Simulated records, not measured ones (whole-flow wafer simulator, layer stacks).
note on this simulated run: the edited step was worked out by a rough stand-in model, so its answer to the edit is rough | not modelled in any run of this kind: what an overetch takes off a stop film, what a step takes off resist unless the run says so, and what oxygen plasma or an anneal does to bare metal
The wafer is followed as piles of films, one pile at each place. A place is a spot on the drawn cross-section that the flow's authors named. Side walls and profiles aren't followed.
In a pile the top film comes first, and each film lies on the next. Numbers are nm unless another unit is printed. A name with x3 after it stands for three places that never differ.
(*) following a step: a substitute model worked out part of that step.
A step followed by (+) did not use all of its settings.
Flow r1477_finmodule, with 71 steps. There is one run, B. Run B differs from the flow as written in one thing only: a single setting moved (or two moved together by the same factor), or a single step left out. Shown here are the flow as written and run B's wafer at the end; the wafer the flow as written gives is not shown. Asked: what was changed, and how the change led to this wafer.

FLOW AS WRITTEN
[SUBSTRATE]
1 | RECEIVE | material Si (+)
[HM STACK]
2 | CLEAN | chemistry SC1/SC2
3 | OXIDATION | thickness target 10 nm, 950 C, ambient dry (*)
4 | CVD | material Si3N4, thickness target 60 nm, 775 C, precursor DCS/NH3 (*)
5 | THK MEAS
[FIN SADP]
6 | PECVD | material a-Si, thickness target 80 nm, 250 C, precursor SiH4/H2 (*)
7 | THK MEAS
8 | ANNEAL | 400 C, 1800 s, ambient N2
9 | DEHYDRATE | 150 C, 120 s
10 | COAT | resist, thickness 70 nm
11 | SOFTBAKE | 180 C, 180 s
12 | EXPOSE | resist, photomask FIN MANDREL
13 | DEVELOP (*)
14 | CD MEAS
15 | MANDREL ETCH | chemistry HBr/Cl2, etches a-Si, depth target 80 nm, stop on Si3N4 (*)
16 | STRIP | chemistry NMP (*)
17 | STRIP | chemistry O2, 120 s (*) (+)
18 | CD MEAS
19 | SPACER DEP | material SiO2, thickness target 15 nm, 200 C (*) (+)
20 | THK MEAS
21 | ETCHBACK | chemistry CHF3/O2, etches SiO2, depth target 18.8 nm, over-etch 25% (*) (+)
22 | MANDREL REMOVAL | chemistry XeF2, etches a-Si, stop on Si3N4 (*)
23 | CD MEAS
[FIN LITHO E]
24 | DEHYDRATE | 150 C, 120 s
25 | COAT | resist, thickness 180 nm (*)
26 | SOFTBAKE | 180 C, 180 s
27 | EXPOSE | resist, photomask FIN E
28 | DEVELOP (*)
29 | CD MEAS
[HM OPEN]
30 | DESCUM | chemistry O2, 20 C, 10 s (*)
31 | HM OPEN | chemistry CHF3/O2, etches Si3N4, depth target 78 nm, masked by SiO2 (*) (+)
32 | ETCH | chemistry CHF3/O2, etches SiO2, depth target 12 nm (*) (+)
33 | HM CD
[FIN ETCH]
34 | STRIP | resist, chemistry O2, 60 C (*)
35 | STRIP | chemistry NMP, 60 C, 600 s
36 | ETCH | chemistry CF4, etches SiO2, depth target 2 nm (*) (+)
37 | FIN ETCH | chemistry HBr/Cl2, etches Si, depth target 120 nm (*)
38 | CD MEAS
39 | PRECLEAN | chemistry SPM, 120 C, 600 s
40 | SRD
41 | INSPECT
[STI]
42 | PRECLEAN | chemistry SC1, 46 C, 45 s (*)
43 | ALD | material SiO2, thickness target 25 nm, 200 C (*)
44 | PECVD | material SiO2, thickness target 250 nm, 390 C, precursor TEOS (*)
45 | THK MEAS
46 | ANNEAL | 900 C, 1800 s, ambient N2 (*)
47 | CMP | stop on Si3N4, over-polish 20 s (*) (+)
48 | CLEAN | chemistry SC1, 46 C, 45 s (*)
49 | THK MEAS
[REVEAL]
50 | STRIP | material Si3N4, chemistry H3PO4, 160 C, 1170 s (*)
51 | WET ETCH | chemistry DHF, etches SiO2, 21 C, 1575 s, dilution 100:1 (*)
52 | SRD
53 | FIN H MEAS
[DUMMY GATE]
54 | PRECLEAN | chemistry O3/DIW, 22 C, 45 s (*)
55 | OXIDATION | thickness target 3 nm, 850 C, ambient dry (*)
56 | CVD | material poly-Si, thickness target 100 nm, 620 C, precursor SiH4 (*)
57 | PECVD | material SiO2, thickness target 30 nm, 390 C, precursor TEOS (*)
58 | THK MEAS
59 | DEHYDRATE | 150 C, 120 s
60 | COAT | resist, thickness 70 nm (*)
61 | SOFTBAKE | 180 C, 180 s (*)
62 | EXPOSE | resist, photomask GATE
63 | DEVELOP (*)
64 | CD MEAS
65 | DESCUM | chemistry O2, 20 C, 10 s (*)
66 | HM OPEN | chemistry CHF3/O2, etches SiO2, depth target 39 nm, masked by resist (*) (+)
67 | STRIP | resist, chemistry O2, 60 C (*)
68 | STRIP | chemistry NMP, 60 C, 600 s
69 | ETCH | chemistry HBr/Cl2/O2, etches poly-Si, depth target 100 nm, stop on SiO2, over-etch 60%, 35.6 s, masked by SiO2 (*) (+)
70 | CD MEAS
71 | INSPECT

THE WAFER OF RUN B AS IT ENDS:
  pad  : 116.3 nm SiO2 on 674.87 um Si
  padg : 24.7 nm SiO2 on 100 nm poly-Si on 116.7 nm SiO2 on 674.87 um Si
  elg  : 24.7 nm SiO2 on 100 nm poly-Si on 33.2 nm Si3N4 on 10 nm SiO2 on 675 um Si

The reason: step 51, WET ETCH: 16.86 C was run, though the flow has 21 C.

The path from the change to this, step by step:
  51 | WET ETCH | chemistry DHF, etches SiO2, 21 C, 1575 s, dilution 100:1 (*)
      pad, padg, e40sg and 12 more: -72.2 SiO2 (in the flow as written it would be: -85.7 SiO2)
      elg, e40lg, e100lg, e200lg, elo, e40lo, e100lo, e200lo: -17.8 SiO2 (all of it), -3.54 Si3N4 (in the flow as written it would be: -17.8 SiO2 (all of it), -4.97 Si3N4)
      (as well as at 7 more places)
  56 | CVD | material poly-Si, thickness target 100 nm, 620 C, precursor SiH4 (*)
      s40cg, s40co: +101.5 poly-Si (new film) (in the flow as written it would be: +113.9 poly-Si (new film))
      s45cg, s45co: +100.9 poly-Si (new film) (in the flow as written it would be: +113.4 poly-Si (new film))
      (as well as at 3 more places)
  60 | COAT | resist, thickness 70 nm (*)
      e40sg, eso, e40so: +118 resist (new film) (in the flow as written it would be: +129.5 resist (new film))
      e100sg, e100so: +118 resist (new film) (in the flow as written it would be: +129.4 resist (new film))
      (as well as at 8 more places)
  63 | DEVELOP (*)
      eso, e40so: -118 resist (all of it) (in the flow as written it would be: -129.5 resist (all of it))
      e100so: -118 resist (all of it) (in the flow as written it would be: -129.4 resist (all of it))
      (as well as at 4 more places)
  67 | STRIP | resist, chemistry O2, 60 C (*)
      e40lg, e100lg, e200lg: -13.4 resist (all of it) (in the flow as written it would be: -12.8 resist (all of it))
      e40sg: -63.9 resist (all of it) (in the flow as written it would be: -75.4 resist (all of it))
      (as well as at 6 more places)
  69 | ETCH | chemistry HBr/Cl2/O2, etches poly-Si, depth target 100 nm, stop on SiO2, over-etch 60%, 35.6 s, masked by SiO2 (*) (+)
      s40co: -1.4 chemical SiO2 (all of it), -99 poly-Si (all of it), -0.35 SiO2 (in the flow as written it would be: -1.46 chemical SiO2 (all of it), -111.5 poly-Si (all of it), -0.24 SiO2)
      s45co: -1.4 chemical SiO2 (all of it), -98.5 poly-Si (all of it), -0.38 SiO2 (in the flow as written it would be: -1.46 chemical SiO2 (all of it), -110.9 poly-Si (all of it), -0.25 SiO2)
      (as well as at 1 more place)
